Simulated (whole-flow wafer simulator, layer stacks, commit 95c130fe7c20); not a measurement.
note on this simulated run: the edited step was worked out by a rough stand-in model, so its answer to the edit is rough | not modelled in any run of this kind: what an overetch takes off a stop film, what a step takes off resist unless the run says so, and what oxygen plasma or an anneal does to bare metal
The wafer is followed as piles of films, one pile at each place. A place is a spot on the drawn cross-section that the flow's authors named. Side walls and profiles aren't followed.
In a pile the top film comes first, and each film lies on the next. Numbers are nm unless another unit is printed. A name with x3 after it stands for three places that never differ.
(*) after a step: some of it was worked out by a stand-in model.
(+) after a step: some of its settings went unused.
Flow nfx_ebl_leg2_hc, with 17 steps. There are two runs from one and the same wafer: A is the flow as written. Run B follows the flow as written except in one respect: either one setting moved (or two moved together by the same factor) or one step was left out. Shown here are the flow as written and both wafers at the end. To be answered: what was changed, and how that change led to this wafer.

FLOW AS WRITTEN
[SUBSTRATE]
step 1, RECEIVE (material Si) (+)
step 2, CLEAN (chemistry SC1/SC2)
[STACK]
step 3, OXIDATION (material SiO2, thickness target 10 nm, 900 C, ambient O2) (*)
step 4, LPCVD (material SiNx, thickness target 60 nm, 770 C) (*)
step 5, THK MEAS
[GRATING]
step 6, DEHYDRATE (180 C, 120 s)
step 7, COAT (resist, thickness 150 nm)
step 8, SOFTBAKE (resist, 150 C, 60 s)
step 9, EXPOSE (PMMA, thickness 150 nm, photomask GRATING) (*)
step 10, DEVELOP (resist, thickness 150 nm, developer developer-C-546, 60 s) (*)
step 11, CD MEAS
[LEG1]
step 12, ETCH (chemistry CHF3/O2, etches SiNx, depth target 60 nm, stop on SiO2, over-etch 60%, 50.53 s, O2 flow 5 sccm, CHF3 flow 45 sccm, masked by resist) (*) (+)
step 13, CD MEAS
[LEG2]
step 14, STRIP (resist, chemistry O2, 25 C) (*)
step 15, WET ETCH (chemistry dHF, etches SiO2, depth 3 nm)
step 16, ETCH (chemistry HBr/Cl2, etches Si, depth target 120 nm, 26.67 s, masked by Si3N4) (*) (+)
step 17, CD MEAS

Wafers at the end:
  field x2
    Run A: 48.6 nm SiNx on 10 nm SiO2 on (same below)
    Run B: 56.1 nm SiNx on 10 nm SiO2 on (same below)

Cause: step 4, LPCVD: thickness target 67.5 nm was run, whereas the flow has thickness target 60 nm.

How this came from the change, step by step:
  step 4, LPCVD (material SiNx, thickness target 60 nm, 770 C) (*)
      field x2, pad x2: A SiNx gains 60 (new film) | B SiNx gains 67.5 (new film)
  step 12, ETCH (chemistry CHF3/O2, etches SiNx, depth target 60 nm, stop on SiO2, over-etch 60%, 50.53 s, O2 flow 5 sccm, CHF3 flow 45 sccm, masked by resist) (*) (+)
      pad x2: A SiNx loses 60 (all of it), SiO2 loses 10 (all of it) | B SiNx loses 67.5 (all of it), SiO2 loses 10 (all of it)
